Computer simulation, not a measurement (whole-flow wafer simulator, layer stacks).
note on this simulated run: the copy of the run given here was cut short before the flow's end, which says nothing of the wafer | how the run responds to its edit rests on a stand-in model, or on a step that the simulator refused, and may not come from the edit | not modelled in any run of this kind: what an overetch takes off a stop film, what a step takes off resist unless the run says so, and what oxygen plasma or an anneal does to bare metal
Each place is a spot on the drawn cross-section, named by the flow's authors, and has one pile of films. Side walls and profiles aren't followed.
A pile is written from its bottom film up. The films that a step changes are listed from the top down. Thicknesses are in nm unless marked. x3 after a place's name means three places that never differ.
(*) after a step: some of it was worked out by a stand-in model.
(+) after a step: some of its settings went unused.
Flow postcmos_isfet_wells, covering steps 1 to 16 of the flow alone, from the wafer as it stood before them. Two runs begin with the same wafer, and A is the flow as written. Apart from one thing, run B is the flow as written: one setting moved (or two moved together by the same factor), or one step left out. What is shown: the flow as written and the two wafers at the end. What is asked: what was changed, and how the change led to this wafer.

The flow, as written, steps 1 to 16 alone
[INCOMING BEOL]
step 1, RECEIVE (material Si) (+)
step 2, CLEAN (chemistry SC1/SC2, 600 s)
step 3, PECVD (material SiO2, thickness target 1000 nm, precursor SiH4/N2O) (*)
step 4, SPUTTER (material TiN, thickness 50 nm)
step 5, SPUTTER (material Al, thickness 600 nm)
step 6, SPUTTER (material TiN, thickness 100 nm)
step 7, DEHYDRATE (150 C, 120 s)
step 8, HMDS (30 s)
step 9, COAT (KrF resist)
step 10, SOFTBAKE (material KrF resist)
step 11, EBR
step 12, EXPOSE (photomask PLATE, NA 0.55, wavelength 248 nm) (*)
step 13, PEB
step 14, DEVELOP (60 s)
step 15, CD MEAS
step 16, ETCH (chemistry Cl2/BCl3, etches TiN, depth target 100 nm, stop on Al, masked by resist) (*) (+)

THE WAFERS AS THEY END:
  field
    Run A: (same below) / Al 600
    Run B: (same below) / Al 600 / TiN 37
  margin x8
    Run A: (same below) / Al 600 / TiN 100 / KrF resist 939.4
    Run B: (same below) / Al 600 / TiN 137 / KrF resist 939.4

The reason: step 6, SPUTTER: thickness 137 nm was run, while the flow as written has thickness 100 nm.
The wafer itself shows it: margin x8 has TiN 137, and step 6 as written asks for 100 nm.

Step by step, how the change led to this:
  step 6, SPUTTER (material TiN, thickness 100 nm)
      field, margin x8: A +100 TiN (new film) | B +137 TiN (new film)
  step 16, ETCH (chemistry Cl2/BCl3, etches TiN, depth target 100 nm, stop on Al, masked by resist) (*) (+)
      field: A -100 TiN (all of it) | B -100 TiN
